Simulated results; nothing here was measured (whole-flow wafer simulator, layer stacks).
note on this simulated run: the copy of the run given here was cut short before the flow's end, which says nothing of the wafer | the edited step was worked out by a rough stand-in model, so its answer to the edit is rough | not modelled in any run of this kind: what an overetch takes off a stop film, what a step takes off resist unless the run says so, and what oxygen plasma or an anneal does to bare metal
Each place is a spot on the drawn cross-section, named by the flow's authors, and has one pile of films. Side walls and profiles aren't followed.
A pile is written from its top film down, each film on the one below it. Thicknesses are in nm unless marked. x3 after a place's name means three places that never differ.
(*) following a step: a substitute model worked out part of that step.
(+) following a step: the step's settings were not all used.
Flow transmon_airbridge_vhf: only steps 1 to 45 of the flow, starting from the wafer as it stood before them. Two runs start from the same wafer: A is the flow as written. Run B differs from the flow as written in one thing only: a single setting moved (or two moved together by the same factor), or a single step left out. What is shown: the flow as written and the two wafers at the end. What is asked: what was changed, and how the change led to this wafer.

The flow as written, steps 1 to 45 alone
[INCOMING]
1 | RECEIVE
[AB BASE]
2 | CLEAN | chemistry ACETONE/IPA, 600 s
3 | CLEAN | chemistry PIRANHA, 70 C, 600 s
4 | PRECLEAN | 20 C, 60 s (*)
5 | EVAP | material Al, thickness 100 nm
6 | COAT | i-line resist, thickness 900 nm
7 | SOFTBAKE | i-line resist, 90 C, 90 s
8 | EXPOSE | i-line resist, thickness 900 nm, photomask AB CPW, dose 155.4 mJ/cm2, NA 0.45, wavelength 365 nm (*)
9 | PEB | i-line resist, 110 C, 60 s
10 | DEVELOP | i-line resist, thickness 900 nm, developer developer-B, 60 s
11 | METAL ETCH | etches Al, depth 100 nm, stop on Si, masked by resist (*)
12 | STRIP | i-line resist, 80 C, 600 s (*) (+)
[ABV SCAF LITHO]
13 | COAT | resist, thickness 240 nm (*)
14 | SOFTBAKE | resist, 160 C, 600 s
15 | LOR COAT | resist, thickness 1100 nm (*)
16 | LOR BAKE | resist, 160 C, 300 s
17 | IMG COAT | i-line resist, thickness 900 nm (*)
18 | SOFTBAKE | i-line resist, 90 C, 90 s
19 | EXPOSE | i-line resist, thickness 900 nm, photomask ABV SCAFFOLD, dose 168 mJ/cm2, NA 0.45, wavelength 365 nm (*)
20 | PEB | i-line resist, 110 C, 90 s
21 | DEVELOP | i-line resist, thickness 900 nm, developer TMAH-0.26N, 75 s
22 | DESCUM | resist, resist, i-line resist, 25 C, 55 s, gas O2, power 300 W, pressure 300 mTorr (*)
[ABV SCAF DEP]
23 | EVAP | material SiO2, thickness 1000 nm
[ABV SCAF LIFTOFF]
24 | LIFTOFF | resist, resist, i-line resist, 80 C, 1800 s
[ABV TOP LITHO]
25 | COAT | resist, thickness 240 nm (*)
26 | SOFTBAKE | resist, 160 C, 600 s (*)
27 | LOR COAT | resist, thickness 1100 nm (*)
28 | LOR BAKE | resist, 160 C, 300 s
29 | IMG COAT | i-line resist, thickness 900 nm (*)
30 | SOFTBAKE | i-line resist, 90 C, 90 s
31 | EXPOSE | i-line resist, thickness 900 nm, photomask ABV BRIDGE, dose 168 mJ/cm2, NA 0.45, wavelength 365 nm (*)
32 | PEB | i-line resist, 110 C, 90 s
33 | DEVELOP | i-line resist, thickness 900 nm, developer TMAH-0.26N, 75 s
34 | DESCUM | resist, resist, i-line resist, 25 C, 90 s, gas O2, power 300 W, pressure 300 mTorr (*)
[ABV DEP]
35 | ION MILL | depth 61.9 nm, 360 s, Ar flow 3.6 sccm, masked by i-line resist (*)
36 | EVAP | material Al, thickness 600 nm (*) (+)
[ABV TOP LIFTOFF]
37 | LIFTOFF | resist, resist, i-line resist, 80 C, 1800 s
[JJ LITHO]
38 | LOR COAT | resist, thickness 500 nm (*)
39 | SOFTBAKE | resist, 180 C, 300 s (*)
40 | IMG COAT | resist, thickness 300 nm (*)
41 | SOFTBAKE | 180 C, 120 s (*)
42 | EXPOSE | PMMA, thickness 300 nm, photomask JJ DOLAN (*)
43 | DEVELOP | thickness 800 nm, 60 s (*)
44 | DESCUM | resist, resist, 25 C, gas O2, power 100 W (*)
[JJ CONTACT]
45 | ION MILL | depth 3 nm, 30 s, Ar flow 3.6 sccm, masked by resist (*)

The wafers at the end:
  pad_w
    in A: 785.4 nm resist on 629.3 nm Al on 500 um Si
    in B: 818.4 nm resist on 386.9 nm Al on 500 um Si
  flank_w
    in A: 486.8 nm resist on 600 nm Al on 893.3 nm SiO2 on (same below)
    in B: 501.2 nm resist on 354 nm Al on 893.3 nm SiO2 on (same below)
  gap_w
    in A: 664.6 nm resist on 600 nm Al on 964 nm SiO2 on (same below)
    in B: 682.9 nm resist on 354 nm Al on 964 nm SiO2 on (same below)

The reason: step 36, EVAP: thickness 354 nm was run, whereas the flow has thickness 600 nm.
The wafer itself shows it: flank_w has Al 354, and step 36 as written asks for 600 nm.

The path from the change to this, step by step:
  36 | EVAP | material Al, thickness 600 nm (*) (+)
      field x3, jj_line, ground_far and 10 more: A +600 Al (new film) | B +354 Al (new film)
      pad_w, pad_e: A +591.2 Al | B +348.8 Al
  37 | LIFTOFF | resist, resist, i-line resist, 80 C, 1800 s
      field x3, jj_line, trace_open_s x2: A -600 Al (all of it), -600 i-line resist (all of it), -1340 resist (all of it) | B -354 Al (all of it), -600 i-line resist (all of it), -1340 resist (all of it)
      margin_s, margin_n: A -600 Al (all of it), -318.3 i-line resist (all of it), -992 resist (all of it) | B -354 Al (all of it), -318.3 i-line resist (all of it), -992 resist (all of it)
      (also at 1 further place)
  38 | LOR COAT | resist, thickness 500 nm (*)
      pad_w, pad_e: A +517 resist (new film) | B +538.6 resist (new film)
      gap_w, gap_e: A +450.7 resist (new film) | B +460.7 resist (new film)
      (also at 4 further places)
  40 | IMG COAT | resist, thickness 300 nm (*)
      pad_w, pad_e: A +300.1 resist | B +311.5 resist
      flank_w, flank_e: A +212.1 resist | B +220.4 resist
      (also at 4 further places)
